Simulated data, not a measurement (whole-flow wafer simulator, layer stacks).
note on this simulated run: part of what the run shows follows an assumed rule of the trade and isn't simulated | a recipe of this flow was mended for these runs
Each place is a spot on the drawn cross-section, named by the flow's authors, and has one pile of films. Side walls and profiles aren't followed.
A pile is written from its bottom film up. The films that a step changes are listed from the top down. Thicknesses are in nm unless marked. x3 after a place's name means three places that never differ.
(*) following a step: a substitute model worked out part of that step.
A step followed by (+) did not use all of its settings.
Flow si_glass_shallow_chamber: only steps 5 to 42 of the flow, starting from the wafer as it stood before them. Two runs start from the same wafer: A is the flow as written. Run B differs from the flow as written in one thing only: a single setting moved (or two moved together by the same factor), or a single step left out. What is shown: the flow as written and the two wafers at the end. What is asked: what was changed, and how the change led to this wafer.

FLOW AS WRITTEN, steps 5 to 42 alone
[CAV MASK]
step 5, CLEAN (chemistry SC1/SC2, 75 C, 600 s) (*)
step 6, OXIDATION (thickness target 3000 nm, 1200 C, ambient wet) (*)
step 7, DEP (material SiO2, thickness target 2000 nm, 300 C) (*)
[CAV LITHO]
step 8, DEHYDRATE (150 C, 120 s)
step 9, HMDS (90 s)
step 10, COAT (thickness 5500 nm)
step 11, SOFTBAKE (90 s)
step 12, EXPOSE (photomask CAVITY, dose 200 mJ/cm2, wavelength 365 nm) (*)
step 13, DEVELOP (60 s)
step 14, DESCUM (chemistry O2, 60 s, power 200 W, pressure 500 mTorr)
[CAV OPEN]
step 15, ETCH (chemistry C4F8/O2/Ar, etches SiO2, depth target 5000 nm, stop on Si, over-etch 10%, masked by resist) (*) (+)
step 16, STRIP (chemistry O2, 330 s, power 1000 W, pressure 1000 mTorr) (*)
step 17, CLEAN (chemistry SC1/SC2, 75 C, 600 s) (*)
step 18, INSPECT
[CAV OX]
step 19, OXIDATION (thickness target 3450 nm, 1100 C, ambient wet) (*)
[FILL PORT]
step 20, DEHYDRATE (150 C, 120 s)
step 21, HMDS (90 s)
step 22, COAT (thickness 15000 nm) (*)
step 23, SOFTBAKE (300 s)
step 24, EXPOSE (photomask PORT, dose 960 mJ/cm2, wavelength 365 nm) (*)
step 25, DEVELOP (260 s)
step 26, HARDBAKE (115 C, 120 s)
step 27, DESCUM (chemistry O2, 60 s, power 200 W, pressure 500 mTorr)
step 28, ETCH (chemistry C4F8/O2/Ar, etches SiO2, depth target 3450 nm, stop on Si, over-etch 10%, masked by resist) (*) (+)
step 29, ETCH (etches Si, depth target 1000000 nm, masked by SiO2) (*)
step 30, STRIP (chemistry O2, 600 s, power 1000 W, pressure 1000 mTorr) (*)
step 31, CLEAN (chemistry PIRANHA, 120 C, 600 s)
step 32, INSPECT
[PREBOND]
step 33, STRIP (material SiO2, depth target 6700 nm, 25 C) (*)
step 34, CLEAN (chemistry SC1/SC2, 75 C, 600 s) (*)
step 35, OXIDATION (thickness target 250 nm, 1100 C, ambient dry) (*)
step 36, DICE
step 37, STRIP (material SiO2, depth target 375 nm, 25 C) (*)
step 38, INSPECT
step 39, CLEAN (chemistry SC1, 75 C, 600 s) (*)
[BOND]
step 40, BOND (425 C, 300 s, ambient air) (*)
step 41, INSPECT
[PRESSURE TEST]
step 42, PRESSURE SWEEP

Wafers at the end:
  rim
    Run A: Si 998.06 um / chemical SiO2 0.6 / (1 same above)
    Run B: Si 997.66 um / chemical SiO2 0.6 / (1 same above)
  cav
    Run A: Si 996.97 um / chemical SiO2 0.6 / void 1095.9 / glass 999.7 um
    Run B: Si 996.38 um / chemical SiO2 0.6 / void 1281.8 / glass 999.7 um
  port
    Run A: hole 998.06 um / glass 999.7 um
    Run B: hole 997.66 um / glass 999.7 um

The reason: step 6, OXIDATION: thickness target 4080 nm was run, though the flow has thickness target 3000 nm; step 15, ETCH: depth target 6800 nm was run, where the flow has depth target 5000 nm.

Step by step, how the change led to this:
  step 6, OXIDATION (thickness target 3000 nm, 1200 C, ambient wet) (*)
      rim, ramp, cav, port, septum, ring: A SiO2 gains 3000 (new film), chemical SiO2 loses 0.6 (all of it), Si loses 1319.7 | B SiO2 gains 4080 (new film), chemical SiO2 loses 0.6 (all of it), Si loses 1794.9
  step 15, ETCH (chemistry C4F8/O2/Ar, etches SiO2, depth target 5000 nm, stop on Si, over-etch 10%, masked by resist) (*) (+)
      rim, ramp, septum, ring: A thick-i-line-resist loses 1100 | B thick-i-line-resist loses 1337.6
      cav, port: A SiO2 loses 5000 (all of it), Si loses 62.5 | B SiO2 loses 6080 (all of it), Si loses 175
  step 16, STRIP (chemistry O2, 330 s, power 1000 W, pressure 1000 mTorr) (*)
      rim, ramp, septum, ring: A thick-i-line-resist loses 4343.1 (all of it) | B thick-i-line-resist loses 4105.5 (all of it)
  step 19, OXIDATION (thickness target 3450 nm, 1100 C, ambient wet) (*)
      rim, ramp, septum, ring: A SiO2 gains 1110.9, Si loses 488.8 | B SiO2 gains 944.1, Si loses 415.4
  step 22, COAT (thickness 15000 nm) (*)
      rim: A thick-i-line-resist gains 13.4 um (new film) | B thick-i-line-resist gains 12.96 um (new film)
      ramp: A thick-i-line-resist gains 12.89 um (new film) | B thick-i-line-resist gains 12.3 um (new film)
      (also at 4 further places)
  step 23, SOFTBAKE (300 s)
      rim: A thick-i-line-resist loses 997 | B thick-i-line-resist loses 1311.1
      ramp: A thick-i-line-resist loses 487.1 | B thick-i-line-resist loses 657.1
      (also at 4 further places)
  step 25, DEVELOP (260 s)
      port: A thick-i-line-resist loses 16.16 um (all of it) | B thick-i-line-resist loses 16.49 um (all of it)
  step 26, HARDBAKE (115 C, 120 s)
      rim, ramp: A thick-i-line-resist loses 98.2 | B thick-i-line-resist loses 89.3
      cav: A thick-i-line-resist loses 147.1 | B thick-i-line-resist loses 151.8
  step 29, ETCH (etches Si, depth target 1000000 nm, masked by SiO2) (*)
      rim, ramp: A thick-i-line-resist loses 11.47 um (all of it), SiO2 loses 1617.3 | B thick-i-line-resist loses 10.72 um (all of it), SiO2 loses 2018
      port: A hole gains 997.05 um (new film), Si loses 997.05 um (all of it) | B hole gains 996.46 um (new film), Si loses 996.46 um (all of it)
      (also at 2 further places)
  step 30, STRIP (chemistry O2, 600 s, power 1000 W, pressure 1000 mTorr) (*)
      cav: A thick-i-line-resist loses 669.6 (all of it) | B thick-i-line-resist loses 1003.5 (all of it)
  step 33, STRIP (material SiO2, depth target 6700 nm, 25 C) (*)
      rim, ramp: A SiO2 loses 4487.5 (all of it) | B SiO2 loses 5000 (all of it)
      septum: A SiO2 loses 5732.1 (all of it) | B SiO2 loses 6611.5 (all of it)
      (also at 1 further place)
  step 40, BOND (425 C, 300 s, ambient air) (*)
      cav: A glass gains 999.7 um (new film), void gains 1095.9 (new film) | B glass gains 999.7 um (new film), void gains 1281.8 (new film)
      port: A glass gains 999.7 um (new film), hole gains 1017.3 | B glass gains 999.7 um (new film), hole gains 1203.2
